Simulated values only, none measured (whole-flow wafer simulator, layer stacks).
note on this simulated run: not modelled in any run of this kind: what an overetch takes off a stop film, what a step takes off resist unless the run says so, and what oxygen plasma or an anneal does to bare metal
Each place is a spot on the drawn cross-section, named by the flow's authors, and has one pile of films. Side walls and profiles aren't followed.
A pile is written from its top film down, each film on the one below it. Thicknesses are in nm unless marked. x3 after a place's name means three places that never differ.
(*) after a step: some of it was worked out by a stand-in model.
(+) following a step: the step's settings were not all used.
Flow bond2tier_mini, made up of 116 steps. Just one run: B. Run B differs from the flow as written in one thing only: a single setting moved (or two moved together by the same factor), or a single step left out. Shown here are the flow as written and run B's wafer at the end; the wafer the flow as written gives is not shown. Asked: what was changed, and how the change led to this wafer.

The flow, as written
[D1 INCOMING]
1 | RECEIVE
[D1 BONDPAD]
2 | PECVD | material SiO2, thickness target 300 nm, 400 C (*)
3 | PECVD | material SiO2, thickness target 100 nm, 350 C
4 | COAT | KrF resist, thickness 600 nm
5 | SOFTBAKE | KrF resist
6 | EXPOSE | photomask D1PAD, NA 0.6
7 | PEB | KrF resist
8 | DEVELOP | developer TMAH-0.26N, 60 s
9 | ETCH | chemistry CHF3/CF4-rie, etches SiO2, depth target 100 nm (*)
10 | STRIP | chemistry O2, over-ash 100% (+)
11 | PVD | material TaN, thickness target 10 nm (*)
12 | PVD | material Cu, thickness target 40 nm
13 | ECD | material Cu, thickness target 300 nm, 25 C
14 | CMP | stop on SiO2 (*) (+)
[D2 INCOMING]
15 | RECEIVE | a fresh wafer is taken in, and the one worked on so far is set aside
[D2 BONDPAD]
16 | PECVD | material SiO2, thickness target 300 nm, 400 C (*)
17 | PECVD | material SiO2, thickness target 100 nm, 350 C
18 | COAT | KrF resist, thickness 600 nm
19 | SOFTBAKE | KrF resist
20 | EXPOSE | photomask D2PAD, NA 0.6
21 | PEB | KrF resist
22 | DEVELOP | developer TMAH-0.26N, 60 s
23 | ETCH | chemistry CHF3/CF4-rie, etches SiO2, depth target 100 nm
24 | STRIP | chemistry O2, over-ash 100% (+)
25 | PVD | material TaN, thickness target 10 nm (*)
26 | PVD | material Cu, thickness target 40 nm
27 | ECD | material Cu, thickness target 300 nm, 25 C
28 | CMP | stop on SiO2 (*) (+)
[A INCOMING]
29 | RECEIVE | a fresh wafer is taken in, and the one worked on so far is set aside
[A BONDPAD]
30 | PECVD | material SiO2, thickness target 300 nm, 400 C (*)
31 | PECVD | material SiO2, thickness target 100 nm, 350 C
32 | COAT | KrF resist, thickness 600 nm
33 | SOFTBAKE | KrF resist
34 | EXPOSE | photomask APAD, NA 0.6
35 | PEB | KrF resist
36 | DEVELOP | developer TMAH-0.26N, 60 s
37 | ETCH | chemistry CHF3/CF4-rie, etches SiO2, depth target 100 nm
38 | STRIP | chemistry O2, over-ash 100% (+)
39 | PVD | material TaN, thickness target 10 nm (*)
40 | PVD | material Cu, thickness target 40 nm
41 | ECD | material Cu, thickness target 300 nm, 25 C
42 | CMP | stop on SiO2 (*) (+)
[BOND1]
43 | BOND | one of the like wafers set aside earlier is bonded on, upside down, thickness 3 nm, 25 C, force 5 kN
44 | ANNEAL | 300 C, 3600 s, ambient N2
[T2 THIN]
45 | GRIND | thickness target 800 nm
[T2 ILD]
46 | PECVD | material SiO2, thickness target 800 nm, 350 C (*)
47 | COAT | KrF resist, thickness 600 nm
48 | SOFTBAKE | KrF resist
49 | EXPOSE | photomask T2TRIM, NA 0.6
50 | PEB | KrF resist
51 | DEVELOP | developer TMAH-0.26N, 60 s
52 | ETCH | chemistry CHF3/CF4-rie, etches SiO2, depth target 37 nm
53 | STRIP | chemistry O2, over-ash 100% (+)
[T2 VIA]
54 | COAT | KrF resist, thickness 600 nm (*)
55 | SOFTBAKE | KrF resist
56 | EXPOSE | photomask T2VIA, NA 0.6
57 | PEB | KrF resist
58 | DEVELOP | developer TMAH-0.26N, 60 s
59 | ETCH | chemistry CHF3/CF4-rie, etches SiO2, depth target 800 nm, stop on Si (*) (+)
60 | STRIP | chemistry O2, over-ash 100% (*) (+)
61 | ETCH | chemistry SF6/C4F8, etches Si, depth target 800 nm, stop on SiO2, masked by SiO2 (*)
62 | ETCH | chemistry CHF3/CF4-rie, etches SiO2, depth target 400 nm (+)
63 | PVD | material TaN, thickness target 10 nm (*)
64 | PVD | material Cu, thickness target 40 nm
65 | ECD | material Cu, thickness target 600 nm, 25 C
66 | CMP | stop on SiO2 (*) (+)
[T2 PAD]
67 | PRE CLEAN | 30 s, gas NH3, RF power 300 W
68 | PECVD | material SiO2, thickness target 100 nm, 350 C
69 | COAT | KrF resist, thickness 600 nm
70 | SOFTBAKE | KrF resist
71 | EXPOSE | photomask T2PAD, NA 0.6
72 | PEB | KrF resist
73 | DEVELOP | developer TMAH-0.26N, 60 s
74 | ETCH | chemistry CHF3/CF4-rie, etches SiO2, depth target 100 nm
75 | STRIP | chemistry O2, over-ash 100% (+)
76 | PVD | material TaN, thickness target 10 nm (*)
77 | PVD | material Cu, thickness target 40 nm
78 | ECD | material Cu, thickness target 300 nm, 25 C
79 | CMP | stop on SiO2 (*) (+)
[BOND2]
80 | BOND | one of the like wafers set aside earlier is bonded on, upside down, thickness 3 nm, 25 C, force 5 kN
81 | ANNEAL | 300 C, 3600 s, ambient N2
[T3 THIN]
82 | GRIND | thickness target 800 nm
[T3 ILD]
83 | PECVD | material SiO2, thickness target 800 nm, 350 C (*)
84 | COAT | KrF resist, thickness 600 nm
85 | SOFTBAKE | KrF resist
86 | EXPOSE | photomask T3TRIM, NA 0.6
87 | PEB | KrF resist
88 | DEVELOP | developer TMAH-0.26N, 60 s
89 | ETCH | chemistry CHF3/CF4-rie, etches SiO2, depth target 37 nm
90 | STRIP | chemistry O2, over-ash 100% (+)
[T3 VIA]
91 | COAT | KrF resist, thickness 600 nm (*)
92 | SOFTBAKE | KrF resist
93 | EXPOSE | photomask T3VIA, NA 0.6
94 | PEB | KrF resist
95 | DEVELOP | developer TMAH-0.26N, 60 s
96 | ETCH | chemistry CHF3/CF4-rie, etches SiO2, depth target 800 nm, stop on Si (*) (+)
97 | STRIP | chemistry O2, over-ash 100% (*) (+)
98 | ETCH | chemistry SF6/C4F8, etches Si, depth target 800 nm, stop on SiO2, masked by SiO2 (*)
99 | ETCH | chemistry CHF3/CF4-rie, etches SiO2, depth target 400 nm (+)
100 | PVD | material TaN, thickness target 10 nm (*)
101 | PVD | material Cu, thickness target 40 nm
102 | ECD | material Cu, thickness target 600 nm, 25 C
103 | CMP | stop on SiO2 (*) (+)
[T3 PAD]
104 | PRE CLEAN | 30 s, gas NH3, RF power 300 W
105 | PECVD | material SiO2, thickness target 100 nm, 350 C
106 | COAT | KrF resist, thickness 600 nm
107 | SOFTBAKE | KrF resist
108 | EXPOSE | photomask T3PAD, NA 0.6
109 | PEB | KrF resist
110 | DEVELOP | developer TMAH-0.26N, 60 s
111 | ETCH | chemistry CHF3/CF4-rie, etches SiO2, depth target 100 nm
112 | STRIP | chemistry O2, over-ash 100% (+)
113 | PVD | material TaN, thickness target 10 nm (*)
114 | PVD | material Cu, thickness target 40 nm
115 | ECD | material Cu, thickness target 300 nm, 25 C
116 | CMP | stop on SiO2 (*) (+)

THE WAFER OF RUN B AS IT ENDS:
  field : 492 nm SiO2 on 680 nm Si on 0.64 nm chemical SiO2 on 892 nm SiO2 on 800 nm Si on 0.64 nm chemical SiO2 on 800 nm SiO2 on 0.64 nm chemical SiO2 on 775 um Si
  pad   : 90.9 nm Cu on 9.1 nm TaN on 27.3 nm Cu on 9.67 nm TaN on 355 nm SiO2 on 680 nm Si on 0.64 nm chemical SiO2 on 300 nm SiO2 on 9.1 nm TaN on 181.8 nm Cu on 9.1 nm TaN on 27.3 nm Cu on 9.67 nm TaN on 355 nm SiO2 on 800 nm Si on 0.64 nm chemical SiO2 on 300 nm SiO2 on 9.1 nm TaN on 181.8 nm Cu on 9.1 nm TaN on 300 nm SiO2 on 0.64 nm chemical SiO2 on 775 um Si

Cause: step 82, GRIND: thickness target 680 nm was run, whereas the flow has thickness target 800 nm.
The wafer itself shows it: field has Si 680, and step 82 as written asks for 800 nm.

The path from the change to this, step by step:
  82 | GRIND | thickness target 800 nm
      field, pad: Si loses 774.32 um (it would be, as written: Si loses 774.2 um)
